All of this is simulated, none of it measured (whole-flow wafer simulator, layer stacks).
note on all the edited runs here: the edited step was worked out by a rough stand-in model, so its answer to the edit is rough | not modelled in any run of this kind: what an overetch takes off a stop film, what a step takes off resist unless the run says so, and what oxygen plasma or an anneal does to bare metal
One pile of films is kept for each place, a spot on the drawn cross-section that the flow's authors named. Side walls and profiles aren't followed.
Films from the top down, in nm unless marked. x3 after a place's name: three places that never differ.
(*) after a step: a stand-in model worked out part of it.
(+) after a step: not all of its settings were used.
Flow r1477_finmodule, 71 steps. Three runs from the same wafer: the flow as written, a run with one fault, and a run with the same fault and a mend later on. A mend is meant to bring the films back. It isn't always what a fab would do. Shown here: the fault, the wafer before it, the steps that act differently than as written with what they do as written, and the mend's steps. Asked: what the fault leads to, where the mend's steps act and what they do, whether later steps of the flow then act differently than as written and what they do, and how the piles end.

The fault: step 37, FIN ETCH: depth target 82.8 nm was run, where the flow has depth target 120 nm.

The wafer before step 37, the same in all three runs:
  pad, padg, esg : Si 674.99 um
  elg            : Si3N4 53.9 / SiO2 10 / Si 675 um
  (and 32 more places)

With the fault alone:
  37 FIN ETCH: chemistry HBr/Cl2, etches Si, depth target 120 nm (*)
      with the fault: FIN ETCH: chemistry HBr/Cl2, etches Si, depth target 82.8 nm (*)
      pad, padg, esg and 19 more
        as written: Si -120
        with the fault: Si -82.8
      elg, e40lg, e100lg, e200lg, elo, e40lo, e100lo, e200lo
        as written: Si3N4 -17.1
        with the fault: Si3N4 -11.8
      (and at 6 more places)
  Later steps of the flow that act differently than as written (3 more steps differ only slightly, by at most 2% or 0.5 nm, whichever is larger, and aren't shown):
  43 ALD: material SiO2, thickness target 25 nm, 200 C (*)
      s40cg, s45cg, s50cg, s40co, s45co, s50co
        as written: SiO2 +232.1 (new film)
        with the fault: SiO2 +197.8 (new film)
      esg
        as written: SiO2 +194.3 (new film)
        with the fault: SiO2 +162.4 (new film)
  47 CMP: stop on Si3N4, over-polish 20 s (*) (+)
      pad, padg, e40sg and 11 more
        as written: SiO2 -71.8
        with the fault: SiO2 -109
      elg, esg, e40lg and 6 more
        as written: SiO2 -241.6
        with the fault: SiO2 -246.9
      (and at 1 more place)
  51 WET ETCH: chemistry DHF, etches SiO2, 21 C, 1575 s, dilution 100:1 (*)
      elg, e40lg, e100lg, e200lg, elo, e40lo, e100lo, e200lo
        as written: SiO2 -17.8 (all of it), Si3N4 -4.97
        with the fault: SiO2 -12.5 (all of it), Si3N4 -5.4
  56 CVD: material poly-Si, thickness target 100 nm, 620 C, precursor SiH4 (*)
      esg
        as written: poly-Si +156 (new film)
        with the fault: poly-Si +160.9 (new film)
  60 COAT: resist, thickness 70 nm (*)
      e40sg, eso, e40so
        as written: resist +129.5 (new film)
        with the fault: resist +134.1 (new film)
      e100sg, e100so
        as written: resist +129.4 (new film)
        with the fault: resist +134 (new film)
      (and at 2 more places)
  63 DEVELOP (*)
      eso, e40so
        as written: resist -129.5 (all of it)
        with the fault: resist -134.1 (all of it)
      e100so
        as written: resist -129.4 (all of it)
        with the fault: resist -134 (all of it)
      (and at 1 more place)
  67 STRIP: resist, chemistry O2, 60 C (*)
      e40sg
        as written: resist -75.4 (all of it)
        with the fault: resist -80 (all of it)
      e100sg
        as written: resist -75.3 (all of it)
        with the fault: resist -79.9 (all of it)
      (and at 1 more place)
  At the end the piles differ from the flow's by more than 2% or 0.5 nm, whichever is larger, at pad, padg, elg and 27 more.
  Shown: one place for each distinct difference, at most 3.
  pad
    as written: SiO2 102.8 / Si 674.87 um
    with the fault: SiO2 65.7 / Si 674.91 um
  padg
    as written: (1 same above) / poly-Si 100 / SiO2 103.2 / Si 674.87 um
    with the fault: (1 same above) / poly-Si 100 / SiO2 66.1 / Si 674.91 um
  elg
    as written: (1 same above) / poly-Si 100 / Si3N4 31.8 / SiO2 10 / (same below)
    with the fault: (1 same above) / poly-Si 100 / Si3N4 36.6 / SiO2 10 / (same below)

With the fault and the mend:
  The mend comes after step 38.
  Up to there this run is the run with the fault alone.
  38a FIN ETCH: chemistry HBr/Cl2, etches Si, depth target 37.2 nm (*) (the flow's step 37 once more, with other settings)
      pad, padg, esg and 19 more
        Si -37.2
      elg, e40lg, e100lg, e200lg, elo, e40lo, e100lo, e200lo
        Si3N4 -5.31
      s40sg_line, s45sg_line, s50sg_line, s40so_line, s45so_line, s50so_line
        SiO2 -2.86
  No later step of the flow acts differently than as written at any place that is followed.
  At the end the piles are the same as the flow's at every place that both follow.
